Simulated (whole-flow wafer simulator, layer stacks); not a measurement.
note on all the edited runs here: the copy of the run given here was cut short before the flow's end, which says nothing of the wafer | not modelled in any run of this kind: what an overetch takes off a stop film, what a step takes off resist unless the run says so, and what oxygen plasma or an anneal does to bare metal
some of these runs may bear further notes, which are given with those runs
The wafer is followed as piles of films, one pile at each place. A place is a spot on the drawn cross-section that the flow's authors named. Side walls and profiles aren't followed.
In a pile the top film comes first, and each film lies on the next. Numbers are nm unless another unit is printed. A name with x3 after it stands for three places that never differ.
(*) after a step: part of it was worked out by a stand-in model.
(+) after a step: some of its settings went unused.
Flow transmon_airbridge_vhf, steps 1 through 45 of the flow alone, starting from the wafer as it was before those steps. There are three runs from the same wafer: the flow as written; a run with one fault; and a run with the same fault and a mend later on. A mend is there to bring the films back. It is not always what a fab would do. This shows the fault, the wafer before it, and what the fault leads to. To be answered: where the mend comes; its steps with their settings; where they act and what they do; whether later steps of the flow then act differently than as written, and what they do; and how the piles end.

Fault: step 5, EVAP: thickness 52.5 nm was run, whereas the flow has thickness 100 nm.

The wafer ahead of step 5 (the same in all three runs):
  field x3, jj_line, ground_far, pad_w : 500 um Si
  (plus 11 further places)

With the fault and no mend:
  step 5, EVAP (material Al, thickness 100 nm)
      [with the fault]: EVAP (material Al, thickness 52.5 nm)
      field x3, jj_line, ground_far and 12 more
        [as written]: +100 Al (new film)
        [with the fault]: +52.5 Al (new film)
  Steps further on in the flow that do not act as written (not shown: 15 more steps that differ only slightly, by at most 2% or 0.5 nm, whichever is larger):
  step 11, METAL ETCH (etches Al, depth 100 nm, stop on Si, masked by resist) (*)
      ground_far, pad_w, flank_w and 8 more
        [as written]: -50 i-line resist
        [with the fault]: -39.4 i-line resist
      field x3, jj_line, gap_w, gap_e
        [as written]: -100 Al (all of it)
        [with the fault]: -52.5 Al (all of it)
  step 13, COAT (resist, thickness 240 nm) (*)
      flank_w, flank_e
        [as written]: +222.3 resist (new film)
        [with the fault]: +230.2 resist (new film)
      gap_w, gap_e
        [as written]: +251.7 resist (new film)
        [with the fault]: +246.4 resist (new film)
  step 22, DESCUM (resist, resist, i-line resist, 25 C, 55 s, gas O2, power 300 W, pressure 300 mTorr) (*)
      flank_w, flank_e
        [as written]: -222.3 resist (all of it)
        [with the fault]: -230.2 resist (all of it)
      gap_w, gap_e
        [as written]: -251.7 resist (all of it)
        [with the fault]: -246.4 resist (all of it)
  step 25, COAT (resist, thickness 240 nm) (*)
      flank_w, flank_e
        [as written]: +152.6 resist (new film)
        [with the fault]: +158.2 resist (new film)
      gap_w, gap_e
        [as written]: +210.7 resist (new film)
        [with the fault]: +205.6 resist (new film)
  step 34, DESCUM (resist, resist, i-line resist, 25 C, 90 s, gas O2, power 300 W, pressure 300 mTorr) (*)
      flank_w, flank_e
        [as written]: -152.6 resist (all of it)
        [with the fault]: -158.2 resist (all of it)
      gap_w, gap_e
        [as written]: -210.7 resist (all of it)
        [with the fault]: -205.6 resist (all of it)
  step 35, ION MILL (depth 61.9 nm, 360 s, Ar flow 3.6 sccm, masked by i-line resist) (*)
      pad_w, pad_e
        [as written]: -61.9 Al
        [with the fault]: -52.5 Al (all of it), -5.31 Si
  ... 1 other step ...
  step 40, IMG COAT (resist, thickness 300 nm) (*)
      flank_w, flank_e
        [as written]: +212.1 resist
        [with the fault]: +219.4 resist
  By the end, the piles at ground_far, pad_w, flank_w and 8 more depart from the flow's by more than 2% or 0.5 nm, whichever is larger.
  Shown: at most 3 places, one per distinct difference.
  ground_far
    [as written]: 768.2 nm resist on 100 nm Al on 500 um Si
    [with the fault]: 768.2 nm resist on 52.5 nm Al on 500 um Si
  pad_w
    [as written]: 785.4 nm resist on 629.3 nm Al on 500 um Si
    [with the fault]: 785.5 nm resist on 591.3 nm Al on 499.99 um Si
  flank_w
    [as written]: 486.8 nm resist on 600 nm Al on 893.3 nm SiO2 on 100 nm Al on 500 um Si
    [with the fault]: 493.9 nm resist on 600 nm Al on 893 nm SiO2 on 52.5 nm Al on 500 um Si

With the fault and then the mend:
  The mend follows step 10.
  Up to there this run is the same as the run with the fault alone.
  step 10a, STRIP (i-line resist, 80 C, 600 s) (+)
      ground_far, pad_w, flank_w and 8 more
        -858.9 i-line resist (all of it)
  step 10b, EVAP (material Al, thickness 47.5 nm) (the flow's step 5 again, with other settings)
      field x3, jj_line, ground_far and 12 more
        +47.5 Al
  step 10c, COAT (i-line resist, thickness 900 nm) (the flow's step 6 again)
      field x3, jj_line, ground_far and 12 more
        +900 i-line resist (new film)
  step 10d, SOFTBAKE (i-line resist, 90 C, 90 s) (the flow's step 7 again)
      alters no film at any place that is followed
  step 10e, EXPOSE (i-line resist, thickness 900 nm, photomask AB CPW, dose 155.4 mJ/cm2, NA 0.45, wavelength 365 nm) (*) (the flow's step 8 again)
      alters no film at any place that is followed
  step 10f, PEB (i-line resist, 110 C, 60 s) (the flow's step 9 again)
      field x3, jj_line, ground_far and 12 more
        -41 i-line resist
  step 10g, DEVELOP (i-line resist, thickness 900 nm, developer developer-B, 60 s) (the flow's step 10 again)
      ground_far, pad_w, flank_w and 8 more
        -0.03 i-line resist
      field x3, jj_line, gap_w, gap_e
        -859 i-line resist (all of it)
  Later steps of the flow that are run all act as written at every place that is followed.
  By the end, the piles equal the flow's at every place that both follow.
